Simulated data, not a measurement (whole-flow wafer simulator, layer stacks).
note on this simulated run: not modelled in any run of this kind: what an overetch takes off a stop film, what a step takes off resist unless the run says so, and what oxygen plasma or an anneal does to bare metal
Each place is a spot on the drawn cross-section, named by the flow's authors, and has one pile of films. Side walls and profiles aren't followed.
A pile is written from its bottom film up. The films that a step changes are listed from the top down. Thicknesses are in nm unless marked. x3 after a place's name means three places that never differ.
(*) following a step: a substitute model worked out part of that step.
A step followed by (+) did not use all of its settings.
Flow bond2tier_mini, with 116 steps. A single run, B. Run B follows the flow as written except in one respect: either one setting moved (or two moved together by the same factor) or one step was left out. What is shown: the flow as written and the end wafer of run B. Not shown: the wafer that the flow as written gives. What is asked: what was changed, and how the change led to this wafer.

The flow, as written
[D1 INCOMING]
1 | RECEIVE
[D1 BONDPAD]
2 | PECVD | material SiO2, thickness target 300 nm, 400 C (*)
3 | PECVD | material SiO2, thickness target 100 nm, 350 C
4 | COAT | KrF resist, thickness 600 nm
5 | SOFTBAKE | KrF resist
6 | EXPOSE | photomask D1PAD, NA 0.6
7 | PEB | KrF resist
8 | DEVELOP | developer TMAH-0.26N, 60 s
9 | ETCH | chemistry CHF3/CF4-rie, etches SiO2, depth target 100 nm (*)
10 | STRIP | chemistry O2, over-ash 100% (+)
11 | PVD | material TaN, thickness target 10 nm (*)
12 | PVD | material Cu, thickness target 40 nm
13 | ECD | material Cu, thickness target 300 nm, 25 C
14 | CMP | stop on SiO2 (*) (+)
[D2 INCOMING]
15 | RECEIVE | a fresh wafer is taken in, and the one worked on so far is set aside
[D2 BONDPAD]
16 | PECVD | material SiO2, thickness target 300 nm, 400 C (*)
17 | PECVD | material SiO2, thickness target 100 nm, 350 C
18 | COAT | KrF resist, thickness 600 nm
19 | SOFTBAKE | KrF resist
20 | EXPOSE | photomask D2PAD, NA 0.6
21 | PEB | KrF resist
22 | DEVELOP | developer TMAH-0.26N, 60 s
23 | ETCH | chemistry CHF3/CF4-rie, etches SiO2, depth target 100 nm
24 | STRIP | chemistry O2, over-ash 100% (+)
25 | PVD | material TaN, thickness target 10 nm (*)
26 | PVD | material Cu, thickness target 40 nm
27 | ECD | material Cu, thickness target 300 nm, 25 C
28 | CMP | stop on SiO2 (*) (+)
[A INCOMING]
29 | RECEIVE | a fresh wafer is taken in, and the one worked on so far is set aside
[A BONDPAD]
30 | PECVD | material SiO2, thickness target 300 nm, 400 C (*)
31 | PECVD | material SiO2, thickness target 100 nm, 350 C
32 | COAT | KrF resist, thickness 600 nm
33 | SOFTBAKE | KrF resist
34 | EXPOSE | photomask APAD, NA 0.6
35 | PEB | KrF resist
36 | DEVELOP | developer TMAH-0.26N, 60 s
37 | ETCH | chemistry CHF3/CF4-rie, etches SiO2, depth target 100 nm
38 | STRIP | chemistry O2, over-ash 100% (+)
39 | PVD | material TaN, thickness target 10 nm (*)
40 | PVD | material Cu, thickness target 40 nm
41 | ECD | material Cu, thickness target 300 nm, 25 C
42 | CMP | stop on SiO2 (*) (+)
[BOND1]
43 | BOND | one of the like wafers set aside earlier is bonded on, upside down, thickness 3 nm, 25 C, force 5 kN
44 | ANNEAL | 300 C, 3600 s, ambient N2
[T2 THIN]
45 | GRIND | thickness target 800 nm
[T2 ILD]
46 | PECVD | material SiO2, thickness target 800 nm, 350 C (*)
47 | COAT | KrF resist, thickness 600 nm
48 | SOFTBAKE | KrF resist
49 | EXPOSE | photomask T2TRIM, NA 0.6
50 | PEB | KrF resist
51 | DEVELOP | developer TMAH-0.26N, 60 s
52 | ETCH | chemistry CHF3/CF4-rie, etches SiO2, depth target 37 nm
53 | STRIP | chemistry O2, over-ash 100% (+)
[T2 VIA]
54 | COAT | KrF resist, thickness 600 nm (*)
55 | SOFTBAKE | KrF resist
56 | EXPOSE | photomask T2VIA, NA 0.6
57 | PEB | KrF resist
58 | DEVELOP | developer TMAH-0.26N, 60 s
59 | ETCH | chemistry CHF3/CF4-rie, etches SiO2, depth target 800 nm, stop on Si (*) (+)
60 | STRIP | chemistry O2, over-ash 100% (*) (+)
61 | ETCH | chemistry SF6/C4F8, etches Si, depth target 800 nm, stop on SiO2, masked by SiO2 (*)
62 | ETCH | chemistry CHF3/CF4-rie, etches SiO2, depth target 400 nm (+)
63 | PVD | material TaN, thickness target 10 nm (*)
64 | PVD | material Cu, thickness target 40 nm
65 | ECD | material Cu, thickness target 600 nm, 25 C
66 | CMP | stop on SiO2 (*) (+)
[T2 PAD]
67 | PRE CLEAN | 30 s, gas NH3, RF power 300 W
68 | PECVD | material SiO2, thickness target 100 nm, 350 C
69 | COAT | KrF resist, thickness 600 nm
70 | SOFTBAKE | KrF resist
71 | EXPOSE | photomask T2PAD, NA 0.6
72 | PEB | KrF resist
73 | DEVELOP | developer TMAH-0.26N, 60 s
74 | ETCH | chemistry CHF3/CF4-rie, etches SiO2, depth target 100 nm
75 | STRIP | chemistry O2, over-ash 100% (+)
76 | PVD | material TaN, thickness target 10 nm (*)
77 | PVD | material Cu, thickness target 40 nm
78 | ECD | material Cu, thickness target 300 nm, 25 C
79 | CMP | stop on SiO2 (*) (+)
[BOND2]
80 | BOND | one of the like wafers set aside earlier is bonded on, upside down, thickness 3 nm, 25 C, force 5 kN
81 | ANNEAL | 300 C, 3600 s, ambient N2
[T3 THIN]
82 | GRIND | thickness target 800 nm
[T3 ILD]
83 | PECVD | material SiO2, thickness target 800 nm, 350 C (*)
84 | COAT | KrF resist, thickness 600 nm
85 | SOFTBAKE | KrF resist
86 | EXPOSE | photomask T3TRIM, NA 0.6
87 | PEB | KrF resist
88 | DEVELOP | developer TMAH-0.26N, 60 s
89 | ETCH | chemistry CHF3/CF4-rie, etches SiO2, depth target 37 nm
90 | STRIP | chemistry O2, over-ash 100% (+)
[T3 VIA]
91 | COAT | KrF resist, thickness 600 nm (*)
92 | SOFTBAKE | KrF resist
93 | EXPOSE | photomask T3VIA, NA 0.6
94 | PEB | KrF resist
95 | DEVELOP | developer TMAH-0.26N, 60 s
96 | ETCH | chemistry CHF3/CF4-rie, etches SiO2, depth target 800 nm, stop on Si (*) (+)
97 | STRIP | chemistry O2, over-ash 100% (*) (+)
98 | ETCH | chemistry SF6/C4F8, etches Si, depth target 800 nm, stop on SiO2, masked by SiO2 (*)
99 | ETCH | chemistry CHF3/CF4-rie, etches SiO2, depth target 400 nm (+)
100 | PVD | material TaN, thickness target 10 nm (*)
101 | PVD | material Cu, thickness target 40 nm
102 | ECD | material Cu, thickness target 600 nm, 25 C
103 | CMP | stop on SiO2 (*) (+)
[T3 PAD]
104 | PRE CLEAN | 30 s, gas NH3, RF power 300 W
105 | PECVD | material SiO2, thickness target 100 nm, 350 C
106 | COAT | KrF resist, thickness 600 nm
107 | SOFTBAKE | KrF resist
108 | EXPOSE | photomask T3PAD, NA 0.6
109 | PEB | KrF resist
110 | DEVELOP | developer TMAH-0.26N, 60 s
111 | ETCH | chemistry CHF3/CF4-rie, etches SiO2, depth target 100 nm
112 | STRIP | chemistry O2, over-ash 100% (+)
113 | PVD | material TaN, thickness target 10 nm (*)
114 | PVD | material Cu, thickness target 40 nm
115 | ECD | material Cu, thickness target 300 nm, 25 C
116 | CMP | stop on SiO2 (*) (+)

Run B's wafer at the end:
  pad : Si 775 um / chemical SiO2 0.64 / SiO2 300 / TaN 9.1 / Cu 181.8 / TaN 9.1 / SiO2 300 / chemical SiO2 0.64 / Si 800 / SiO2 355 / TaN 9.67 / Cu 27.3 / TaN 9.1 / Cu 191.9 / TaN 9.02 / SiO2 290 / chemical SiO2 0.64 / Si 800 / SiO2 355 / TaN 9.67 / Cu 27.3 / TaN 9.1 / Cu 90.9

Cause: step 22, DEVELOP: 66 s was run, while the flow as written has 60 s; step 23, ETCH: depth target 110 nm was run, where the flow has depth target 100 nm.

How this came from the change, step by step:
  23 | ETCH | chemistry CHF3/CF4-rie, etches SiO2, depth target 100 nm
      pad, via: SiO2 loses 110 (as written it would have been: SiO2 loses 100)
      field: KrF resist loses 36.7 (as written it would have been: KrF resist loses 33.3)
  27 | ECD | material Cu, thickness target 300 nm, 25 C
      pad: Cu gains 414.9 (as written it would have been: Cu gains 404.5)
      via: Cu gains 410.2 (as written it would have been: Cu gains 400.2)
  80 | BOND | one of the like wafers set aside earlier is bonded on, upside down, thickness 3 nm, 25 C, force 5 kN
      pad: Si gains 775 um (new film), chemical SiO2 gains 0.64 (new film), SiO2 gains 290 (new film), TaN gains 9.02 (new film), Cu gains 101 (as written it would have been: Si gains 775 um (new film), chemical SiO2 gains 0.64 (new film), SiO2 gains 300 (new film), TaN gains 9.1 (new film), Cu gains 90.9)
